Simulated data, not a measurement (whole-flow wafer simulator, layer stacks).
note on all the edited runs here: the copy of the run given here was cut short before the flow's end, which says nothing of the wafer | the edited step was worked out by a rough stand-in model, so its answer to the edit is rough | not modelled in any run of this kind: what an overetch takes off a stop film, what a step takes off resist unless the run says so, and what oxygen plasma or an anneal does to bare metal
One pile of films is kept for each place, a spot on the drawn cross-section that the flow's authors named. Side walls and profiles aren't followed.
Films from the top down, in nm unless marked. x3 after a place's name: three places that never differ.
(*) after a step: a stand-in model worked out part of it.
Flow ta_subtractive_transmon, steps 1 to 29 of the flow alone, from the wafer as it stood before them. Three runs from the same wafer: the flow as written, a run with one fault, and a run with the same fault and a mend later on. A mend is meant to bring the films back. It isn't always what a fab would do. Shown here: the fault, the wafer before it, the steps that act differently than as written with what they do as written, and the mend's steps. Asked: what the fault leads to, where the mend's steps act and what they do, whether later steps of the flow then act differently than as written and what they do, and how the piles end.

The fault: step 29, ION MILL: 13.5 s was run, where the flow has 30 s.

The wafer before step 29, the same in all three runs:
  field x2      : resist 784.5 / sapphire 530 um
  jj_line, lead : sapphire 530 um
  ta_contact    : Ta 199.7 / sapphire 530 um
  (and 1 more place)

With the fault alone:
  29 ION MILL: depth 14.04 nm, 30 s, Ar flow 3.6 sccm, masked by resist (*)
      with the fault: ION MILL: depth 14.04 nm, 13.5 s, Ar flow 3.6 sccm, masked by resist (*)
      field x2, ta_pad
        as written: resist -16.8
        with the fault: resist -7.55
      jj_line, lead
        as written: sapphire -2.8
        with the fault: sapphire -1.26
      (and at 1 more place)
  No later step of the flow acts differently than as written at any place that is followed.
  At the end the piles differ from the flow's by more than 2% or 0.5 nm, whichever is larger, at ta_contact.
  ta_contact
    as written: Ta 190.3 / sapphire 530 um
    with the fault: Ta 195.5 / sapphire 530 um

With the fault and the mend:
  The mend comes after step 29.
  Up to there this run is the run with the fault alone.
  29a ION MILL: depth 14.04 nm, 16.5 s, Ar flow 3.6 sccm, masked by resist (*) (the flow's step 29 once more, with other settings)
      field x2, ta_pad
        resist -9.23
      jj_line, lead
        sapphire -1.54
      ta_contact
        Ta -5.2
  No later step of the flow acts differently than as written at any place that is followed.
  At the end the piles are the same as the flow's at every place that both follow.
